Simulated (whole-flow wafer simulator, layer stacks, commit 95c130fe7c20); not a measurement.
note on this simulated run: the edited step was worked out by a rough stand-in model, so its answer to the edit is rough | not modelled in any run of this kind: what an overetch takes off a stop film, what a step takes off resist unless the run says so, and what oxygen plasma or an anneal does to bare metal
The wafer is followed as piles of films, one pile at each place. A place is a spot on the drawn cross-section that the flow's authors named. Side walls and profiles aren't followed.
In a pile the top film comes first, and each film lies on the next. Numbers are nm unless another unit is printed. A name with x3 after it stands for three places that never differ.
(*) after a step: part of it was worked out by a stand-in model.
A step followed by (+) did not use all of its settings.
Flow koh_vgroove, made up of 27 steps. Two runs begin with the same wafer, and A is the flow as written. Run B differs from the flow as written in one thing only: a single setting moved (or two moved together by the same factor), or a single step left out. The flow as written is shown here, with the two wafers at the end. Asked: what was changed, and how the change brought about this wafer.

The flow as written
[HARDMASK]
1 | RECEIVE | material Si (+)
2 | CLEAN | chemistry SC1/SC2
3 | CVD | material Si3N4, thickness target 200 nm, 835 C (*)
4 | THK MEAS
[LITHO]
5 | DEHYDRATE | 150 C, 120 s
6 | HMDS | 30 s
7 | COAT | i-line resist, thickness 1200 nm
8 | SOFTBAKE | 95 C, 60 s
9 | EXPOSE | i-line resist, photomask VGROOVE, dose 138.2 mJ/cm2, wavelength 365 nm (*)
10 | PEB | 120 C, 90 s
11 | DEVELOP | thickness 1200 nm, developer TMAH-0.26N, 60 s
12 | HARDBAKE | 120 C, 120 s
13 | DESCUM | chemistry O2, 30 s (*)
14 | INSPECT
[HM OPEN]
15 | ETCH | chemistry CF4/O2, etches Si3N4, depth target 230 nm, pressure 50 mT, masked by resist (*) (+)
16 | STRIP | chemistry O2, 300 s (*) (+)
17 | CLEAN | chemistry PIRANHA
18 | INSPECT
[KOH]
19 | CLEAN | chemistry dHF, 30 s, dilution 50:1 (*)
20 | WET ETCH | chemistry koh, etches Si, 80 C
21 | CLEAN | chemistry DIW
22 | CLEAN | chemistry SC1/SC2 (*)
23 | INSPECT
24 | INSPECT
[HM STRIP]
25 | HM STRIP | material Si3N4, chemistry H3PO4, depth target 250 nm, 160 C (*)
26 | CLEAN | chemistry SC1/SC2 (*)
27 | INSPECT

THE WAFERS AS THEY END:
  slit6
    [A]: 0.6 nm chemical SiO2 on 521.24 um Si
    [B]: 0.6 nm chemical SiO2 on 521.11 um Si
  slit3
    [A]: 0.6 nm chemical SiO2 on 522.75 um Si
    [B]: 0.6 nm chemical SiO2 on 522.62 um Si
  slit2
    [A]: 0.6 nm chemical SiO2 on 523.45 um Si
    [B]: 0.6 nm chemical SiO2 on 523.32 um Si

Cause: step 15, ETCH: depth target 362 nm was run, whereas the flow has depth target 230 nm.

The path from the change to this, step by step:
  15 | ETCH | chemistry CF4/O2, etches Si3N4, depth target 230 nm, pressure 50 mT, masked by resist (*) (+)
      slit3, slit2, slit6, slit20: A Si3N4 loses 200 (all of it), chemical SiO2 loses 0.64 (all of it), Si loses 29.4 | B Si3N4 loses 200 (all of it), chemical SiO2 loses 0.64 (all of it), Si loses 161.4
      field: A i-line resist loses 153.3 | B i-line resist loses 241.3
  16 | STRIP | chemistry O2, 300 s (*) (+)
      field: A i-line resist loses 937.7 (all of it) | B i-line resist loses 849.7 (all of it)
